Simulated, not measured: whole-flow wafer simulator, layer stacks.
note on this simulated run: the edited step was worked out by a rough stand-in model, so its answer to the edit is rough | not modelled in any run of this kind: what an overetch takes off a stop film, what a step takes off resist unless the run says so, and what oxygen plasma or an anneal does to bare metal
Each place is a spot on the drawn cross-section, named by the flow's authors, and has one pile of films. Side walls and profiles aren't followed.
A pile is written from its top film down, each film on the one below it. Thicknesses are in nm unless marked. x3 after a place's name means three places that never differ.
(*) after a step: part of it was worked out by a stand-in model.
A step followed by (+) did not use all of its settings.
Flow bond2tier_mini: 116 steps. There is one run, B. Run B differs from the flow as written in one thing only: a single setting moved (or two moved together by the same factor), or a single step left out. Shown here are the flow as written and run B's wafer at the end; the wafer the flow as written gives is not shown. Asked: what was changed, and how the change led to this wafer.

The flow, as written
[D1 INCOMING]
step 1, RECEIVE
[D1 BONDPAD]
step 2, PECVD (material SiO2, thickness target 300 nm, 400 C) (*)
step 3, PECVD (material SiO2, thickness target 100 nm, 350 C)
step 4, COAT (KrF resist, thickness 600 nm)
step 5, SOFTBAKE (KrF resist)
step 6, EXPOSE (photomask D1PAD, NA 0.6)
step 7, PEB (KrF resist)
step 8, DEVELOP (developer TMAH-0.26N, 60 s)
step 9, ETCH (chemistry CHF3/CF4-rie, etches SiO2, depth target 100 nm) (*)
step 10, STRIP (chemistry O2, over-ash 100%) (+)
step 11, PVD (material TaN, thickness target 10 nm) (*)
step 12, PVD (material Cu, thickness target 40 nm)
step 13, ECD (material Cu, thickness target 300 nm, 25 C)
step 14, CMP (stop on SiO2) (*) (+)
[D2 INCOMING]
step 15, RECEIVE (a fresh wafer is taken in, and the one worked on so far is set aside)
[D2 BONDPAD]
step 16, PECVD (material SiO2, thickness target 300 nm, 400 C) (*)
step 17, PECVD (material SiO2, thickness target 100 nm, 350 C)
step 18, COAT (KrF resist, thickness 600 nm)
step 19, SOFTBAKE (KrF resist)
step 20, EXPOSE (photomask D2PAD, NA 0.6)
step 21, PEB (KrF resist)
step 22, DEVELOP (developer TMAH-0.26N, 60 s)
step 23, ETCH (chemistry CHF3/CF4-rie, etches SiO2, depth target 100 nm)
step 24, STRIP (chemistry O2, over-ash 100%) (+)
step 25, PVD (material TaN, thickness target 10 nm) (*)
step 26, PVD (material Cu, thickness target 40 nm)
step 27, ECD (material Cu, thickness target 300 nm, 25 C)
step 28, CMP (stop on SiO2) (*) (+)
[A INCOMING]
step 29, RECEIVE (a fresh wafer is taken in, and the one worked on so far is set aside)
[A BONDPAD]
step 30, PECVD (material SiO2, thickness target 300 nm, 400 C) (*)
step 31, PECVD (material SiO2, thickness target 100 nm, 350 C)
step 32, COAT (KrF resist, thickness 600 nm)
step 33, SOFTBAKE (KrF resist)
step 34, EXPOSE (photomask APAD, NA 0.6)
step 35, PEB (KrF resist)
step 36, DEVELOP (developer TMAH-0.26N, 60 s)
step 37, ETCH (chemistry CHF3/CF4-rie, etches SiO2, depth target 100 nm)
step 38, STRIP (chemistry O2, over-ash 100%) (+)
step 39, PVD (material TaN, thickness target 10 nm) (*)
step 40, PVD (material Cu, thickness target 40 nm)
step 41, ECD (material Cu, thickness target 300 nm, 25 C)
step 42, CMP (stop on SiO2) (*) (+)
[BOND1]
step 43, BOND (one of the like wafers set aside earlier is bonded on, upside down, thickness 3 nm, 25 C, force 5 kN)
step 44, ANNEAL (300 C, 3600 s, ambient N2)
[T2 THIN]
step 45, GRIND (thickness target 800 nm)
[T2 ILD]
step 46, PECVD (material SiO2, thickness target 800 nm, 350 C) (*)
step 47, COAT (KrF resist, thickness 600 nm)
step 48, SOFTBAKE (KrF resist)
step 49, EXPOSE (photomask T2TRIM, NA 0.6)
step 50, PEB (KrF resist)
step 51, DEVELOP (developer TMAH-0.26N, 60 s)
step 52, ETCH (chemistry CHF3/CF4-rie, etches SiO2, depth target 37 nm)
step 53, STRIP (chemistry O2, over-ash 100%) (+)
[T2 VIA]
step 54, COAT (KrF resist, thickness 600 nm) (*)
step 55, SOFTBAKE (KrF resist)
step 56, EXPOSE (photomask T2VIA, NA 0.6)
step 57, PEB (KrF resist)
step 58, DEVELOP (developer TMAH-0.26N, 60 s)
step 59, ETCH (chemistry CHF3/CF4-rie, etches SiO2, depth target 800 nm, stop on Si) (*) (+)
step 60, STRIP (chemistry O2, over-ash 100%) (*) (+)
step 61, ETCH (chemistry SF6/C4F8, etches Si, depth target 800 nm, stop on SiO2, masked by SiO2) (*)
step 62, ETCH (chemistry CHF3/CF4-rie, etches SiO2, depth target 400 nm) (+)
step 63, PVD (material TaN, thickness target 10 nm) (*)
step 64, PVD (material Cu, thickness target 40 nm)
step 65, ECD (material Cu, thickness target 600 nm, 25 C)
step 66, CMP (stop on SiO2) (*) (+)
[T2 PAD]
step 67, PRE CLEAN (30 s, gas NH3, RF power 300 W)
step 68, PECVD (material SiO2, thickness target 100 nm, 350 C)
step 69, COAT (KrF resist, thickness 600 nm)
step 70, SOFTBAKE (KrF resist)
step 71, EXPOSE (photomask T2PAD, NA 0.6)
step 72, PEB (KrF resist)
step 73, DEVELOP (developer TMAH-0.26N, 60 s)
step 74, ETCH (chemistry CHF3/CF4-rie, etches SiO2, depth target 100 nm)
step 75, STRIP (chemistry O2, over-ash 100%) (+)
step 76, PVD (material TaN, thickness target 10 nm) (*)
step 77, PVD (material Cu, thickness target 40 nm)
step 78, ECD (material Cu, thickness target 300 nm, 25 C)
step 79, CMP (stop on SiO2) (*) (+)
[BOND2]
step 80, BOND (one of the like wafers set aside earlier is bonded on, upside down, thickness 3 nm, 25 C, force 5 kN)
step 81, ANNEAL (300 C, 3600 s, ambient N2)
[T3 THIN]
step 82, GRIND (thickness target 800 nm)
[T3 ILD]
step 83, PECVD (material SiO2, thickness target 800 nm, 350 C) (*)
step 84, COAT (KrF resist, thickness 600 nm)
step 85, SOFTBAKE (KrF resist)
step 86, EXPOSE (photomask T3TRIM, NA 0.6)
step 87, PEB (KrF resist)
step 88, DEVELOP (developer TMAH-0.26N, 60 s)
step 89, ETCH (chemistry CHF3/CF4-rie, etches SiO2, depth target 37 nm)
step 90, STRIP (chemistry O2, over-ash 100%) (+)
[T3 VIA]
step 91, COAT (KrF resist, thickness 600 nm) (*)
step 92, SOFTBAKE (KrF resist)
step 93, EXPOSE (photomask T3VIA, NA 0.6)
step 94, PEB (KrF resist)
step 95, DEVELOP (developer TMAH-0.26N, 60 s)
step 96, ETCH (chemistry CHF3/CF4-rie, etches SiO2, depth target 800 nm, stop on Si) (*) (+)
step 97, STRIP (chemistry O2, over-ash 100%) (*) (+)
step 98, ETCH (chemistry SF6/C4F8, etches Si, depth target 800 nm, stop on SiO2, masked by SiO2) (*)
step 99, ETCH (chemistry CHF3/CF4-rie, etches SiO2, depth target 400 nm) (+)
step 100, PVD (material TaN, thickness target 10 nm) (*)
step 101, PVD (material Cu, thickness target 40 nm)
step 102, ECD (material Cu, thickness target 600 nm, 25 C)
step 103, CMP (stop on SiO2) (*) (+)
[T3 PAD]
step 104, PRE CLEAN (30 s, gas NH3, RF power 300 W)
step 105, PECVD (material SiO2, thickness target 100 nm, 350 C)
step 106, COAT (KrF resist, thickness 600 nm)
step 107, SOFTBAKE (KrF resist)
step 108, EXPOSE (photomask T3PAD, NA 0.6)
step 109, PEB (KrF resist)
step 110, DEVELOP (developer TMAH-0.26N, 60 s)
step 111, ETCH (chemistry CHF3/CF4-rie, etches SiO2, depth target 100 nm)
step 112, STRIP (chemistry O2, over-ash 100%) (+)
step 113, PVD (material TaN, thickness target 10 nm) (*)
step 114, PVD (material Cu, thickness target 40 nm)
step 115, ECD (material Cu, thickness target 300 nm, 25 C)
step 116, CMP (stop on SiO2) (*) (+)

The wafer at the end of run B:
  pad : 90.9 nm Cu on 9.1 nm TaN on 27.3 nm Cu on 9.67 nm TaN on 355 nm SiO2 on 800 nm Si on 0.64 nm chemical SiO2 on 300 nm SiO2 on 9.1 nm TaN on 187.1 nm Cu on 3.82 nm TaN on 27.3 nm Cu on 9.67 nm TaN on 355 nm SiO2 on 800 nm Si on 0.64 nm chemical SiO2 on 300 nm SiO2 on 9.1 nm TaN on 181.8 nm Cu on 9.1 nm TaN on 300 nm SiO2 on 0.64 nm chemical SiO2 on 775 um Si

Cause: step 76, PVD: thickness target 4.2 nm was run, while the flow as written has thickness target 10 nm.

Step by step, how the change led to this:
  step 76, PVD (material TaN, thickness target 10 nm) (*)
      field: +4.2 TaN (new film) (it would be, as written: +10 TaN (new film))
      pad: +3.82 TaN (new film) (it would be, as written: +9.1 TaN (new film))
  step 79, CMP (stop on SiO2) (*) (+)
      field: -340 Cu (all of it), -4.2 TaN (all of it) (it would be, as written: -340 Cu (all of it), -10 TaN (all of it))
